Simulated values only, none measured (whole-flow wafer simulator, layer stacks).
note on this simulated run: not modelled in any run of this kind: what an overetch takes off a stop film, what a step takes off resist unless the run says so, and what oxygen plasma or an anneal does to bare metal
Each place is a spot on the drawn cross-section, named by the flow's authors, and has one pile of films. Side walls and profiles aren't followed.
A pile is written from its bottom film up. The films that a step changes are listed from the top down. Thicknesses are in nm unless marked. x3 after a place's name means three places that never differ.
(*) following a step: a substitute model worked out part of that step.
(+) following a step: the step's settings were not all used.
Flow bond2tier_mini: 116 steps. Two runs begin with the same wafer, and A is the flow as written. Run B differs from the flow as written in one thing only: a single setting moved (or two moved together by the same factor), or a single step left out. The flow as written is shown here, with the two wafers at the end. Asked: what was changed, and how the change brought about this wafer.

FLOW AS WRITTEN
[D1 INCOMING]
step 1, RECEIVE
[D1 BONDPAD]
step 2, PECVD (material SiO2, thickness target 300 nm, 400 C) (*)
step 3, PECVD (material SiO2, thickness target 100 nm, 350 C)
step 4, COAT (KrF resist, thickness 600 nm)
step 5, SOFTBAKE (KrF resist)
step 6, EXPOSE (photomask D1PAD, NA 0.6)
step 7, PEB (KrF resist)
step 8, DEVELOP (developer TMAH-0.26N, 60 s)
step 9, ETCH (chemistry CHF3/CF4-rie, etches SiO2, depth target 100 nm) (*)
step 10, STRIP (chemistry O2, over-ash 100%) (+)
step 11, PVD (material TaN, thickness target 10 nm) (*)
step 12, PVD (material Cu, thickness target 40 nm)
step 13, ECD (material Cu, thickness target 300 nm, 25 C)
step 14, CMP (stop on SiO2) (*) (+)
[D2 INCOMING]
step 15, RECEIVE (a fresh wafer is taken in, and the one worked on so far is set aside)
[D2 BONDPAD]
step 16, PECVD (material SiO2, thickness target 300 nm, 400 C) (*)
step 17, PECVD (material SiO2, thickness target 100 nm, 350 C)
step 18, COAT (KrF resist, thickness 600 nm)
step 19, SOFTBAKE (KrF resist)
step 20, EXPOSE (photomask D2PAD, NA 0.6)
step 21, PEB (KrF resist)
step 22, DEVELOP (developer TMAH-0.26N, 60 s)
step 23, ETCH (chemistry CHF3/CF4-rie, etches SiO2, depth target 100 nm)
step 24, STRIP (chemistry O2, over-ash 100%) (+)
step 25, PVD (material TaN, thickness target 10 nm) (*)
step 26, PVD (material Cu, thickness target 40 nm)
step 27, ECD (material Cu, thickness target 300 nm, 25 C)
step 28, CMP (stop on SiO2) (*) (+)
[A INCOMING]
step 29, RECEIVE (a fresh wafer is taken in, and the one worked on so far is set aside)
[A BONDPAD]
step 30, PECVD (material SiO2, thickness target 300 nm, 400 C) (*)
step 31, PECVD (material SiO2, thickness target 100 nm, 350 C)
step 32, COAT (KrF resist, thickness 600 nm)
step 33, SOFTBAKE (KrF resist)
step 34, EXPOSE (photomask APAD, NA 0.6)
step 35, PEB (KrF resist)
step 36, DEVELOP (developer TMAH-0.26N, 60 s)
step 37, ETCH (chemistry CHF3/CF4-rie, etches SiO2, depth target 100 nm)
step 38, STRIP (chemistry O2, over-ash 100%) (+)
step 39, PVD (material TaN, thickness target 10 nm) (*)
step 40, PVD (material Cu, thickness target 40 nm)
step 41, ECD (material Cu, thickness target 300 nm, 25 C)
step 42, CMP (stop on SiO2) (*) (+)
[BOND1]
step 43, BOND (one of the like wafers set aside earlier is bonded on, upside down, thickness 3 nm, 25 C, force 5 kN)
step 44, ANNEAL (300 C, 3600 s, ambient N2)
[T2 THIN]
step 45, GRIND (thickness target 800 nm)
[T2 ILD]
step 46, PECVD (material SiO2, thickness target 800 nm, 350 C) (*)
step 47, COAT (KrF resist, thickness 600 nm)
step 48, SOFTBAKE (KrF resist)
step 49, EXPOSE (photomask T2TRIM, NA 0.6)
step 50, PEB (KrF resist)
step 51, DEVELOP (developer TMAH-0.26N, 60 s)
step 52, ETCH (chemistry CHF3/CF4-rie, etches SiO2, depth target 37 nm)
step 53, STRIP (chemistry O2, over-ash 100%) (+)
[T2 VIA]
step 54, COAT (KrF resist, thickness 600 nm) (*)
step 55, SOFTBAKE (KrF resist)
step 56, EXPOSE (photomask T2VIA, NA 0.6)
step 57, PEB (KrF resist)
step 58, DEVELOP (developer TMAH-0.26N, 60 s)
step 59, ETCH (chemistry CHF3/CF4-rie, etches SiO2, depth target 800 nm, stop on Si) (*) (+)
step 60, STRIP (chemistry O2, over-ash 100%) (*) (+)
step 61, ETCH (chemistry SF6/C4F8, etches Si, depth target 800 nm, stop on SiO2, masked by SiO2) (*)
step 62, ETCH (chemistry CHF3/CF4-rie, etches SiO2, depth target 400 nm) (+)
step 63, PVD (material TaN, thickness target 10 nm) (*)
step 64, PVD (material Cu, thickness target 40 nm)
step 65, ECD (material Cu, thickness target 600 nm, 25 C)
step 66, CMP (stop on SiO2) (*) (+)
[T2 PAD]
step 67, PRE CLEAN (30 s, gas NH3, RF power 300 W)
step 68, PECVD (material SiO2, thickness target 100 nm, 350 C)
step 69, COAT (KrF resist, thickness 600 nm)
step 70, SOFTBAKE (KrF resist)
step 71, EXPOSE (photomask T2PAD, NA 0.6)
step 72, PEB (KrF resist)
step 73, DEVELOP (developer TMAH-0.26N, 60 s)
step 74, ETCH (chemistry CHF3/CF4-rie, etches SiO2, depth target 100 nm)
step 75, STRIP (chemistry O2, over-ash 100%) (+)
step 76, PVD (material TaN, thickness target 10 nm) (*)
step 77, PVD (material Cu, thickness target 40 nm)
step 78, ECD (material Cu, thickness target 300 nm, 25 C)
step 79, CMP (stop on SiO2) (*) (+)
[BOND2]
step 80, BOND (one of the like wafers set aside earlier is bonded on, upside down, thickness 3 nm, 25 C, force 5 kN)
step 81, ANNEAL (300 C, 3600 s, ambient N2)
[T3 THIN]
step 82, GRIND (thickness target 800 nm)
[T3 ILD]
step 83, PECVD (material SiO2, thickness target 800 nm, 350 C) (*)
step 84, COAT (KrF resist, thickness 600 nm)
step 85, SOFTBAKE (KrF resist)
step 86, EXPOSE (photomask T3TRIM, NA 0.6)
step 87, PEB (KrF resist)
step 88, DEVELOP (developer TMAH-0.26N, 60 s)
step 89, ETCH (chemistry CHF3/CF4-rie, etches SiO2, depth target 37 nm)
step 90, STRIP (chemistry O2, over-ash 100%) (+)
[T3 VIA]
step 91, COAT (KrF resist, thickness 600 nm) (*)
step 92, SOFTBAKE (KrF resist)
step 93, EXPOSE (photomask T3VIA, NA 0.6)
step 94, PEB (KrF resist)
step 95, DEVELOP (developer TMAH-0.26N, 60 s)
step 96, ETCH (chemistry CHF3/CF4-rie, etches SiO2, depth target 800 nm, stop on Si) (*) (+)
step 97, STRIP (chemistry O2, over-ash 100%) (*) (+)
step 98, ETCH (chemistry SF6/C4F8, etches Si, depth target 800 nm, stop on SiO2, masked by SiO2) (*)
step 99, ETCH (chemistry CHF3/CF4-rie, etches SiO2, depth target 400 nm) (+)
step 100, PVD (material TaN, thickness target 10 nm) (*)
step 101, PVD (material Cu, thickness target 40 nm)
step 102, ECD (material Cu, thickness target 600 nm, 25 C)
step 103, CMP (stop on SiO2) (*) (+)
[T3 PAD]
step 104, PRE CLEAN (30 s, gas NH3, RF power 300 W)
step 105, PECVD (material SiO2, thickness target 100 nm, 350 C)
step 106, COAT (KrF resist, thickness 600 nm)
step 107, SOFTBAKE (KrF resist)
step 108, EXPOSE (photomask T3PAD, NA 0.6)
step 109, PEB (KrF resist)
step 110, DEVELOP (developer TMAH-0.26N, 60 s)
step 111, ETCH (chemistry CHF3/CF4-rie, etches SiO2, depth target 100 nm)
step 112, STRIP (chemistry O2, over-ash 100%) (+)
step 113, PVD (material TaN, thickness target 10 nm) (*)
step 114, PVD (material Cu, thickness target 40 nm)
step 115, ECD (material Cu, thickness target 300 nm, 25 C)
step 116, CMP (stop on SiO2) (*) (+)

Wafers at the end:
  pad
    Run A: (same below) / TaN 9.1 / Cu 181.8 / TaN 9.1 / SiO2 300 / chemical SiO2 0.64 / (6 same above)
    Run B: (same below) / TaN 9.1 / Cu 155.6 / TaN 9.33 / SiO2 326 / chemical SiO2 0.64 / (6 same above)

Cause: step 23, ETCH: depth target 74 nm was run, while the flow as written has depth target 100 nm.

Step by step, how the change led to this:
  step 23, ETCH (chemistry CHF3/CF4-rie, etches SiO2, depth target 100 nm)
      pad, via: A SiO2 loses 100 | B SiO2 loses 74
      field: A KrF resist loses 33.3 | B KrF resist loses 24.7
  step 26, PVD (material Cu, thickness target 40 nm)
      pad: A Cu gains 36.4 (new film) | B Cu gains 37.3 (new film)
  step 27, ECD (material Cu, thickness target 300 nm, 25 C)
      pad: A Cu gains 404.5 | B Cu gains 377.3
      via: A Cu gains 400.2 | B Cu gains 374.1
  step 80, BOND (one of the like wafers set aside earlier is bonded on, upside down, thickness 3 nm, 25 C, force 5 kN)
      pad: A Si gains 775 um (new film), chemical SiO2 gains 0.64 (new film), SiO2 gains 300 (new film), TaN gains 9.1 (new film), Cu gains 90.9 | B Si gains 775 um (new film), chemical SiO2 gains 0.64 (new film), SiO2 gains 326 (new film), TaN gains 9.33 (new film), Cu gains 64.7
